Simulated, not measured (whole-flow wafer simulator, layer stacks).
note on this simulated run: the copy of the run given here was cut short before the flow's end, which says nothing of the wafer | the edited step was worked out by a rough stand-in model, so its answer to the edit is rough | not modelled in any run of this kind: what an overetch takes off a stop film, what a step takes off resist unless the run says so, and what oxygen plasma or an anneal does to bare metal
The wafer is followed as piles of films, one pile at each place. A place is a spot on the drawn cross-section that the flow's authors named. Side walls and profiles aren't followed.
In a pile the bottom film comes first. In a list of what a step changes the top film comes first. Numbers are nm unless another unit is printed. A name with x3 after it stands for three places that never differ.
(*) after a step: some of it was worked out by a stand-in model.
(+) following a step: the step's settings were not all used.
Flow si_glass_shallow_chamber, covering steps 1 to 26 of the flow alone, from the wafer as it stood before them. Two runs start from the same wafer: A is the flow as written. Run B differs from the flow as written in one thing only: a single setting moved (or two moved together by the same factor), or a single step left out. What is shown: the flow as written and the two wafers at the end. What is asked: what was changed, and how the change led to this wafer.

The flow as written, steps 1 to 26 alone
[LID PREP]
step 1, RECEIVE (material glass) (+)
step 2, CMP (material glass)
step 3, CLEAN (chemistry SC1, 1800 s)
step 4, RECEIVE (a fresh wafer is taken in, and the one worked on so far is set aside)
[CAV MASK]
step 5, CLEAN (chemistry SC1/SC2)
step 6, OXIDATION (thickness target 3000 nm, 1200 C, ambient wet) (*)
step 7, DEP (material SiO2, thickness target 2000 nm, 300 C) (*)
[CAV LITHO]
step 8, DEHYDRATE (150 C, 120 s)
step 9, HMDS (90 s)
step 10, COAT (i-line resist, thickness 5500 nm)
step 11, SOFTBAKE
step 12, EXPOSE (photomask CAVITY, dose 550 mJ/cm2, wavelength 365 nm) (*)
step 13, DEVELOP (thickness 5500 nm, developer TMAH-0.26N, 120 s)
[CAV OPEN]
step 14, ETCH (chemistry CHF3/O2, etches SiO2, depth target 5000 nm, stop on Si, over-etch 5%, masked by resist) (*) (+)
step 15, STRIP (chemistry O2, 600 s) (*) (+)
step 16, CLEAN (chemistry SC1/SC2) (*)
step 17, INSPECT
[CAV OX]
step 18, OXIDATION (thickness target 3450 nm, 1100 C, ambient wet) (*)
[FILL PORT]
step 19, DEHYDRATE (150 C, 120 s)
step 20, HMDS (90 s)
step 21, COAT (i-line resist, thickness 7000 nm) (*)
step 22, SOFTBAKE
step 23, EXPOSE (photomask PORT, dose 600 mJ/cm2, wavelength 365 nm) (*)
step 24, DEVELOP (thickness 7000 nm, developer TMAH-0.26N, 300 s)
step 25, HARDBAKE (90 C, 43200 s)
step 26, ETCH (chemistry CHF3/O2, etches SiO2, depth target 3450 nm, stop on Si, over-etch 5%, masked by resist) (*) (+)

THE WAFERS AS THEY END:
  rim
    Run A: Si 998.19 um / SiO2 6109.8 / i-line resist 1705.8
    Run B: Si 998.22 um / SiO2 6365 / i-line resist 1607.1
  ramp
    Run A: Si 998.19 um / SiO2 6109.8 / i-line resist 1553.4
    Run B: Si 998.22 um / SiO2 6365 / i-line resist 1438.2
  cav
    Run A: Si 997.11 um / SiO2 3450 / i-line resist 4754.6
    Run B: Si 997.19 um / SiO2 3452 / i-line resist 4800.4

Cause: step 7, DEP: thickness target 2308 nm was run, while the flow as written has thickness target 2000 nm.

The path from the change to this, step by step:
  step 7, DEP (material SiO2, thickness target 2000 nm, 300 C) (*)
      rim, ramp, cav, port, septum, ring: A +2000 SiO2 | B +2308 SiO2
  step 14, ETCH (chemistry CHF3/O2, etches SiO2, depth target 5000 nm, stop on Si, over-etch 5%, masked by resist) (*) (+)
      cav, port: A -5000 SiO2 (all of it), -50 Si | B -5250 SiO2
  step 15, STRIP (chemistry O2, 600 s) (*) (+)
      cav, port: A +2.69 chemical SiO2 (new film), -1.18 Si | B nothing
  step 18, OXIDATION (thickness target 3450 nm, 1100 C, ambient wet) (*)
      cav, port: A +3450 SiO2 (new film), -2.69 chemical SiO2 (all of it), -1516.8 Si | B +3394 SiO2, -1493.3 Si
      rim, ramp, septum, ring: A +1109.8 SiO2, -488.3 Si | B +1057 SiO2, -465.1 Si
  step 22, SOFTBAKE
      rim: A -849 i-line resist | B -882 i-line resist
      ramp: A -434.5 i-line resist | B -458.1 i-line resist
      (and at 3 other places as well)
  step 25, HARDBAKE (90 C, 43200 s)
      rim: A -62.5 i-line resist | B -59 i-line resist
      ramp: A -57.1 i-line resist | B -53.1 i-line resist
